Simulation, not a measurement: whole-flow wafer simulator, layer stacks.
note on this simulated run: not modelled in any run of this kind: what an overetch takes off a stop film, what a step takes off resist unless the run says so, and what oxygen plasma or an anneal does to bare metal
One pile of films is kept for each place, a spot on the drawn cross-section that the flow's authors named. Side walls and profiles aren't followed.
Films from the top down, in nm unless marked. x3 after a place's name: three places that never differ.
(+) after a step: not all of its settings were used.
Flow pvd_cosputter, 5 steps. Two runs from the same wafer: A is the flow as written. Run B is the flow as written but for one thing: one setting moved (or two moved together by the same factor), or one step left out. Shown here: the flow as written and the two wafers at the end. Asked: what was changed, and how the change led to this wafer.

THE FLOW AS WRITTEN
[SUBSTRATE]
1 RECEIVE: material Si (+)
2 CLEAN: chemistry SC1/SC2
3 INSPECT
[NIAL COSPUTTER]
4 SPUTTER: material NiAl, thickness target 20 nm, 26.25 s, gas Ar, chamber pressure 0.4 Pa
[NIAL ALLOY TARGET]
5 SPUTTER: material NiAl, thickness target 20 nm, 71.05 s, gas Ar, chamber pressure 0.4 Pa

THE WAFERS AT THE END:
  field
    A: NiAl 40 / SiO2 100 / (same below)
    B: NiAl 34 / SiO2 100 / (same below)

The cause: step 4, SPUTTER: thickness target 14 nm was run, where the flow has thickness target 20 nm.

How the change led to this, step by step:
  4 SPUTTER: material NiAl, thickness target 20 nm, 26.25 s, gas Ar, chamber pressure 0.4 Pa
      field: A NiAl +20 (new film) | B NiAl +14 (new film)
